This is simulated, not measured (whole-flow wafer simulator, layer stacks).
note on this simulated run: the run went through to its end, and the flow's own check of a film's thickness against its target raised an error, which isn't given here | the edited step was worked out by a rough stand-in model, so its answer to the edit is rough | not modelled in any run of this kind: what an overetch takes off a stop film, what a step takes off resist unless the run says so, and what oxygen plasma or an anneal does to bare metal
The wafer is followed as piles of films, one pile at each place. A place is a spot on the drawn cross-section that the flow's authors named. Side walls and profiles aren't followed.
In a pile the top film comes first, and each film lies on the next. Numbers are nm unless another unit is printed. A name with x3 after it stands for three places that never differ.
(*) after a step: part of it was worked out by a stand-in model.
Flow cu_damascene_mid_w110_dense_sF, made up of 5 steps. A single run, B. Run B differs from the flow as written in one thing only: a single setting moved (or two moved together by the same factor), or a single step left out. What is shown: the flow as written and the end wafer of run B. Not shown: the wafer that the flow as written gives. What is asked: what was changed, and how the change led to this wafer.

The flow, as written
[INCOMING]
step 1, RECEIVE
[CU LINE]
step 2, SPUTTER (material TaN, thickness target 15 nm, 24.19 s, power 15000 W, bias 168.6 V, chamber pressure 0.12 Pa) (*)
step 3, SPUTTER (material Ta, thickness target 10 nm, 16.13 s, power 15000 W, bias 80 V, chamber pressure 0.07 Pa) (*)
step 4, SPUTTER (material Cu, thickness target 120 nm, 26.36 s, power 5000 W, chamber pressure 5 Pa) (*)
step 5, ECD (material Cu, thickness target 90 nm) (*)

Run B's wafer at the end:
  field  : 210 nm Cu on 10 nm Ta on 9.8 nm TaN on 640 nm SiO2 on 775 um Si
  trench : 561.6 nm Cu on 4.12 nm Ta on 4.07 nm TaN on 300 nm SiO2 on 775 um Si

What caused this: step 2, SPUTTER: thickness target 9.8 nm was run, while the flow as written has thickness target 15 nm; step 2, SPUTTER: 15.72 s was run, where the flow has 24.19 s.
One can read it off the wafer: field has TaN 9.8, and step 2 as written asks for 15 nm.

Step by step, how the change led to this:
  step 2, SPUTTER (material TaN, thickness target 15 nm, 24.19 s, power 15000 W, bias 168.6 V, chamber pressure 0.12 Pa) (*)
      field: +9.8 TaN (new film) (as written it would have been: +15 TaN (new film))
      trench: +4.07 TaN (new film) (as written it would have been: +6.23 TaN (new film))
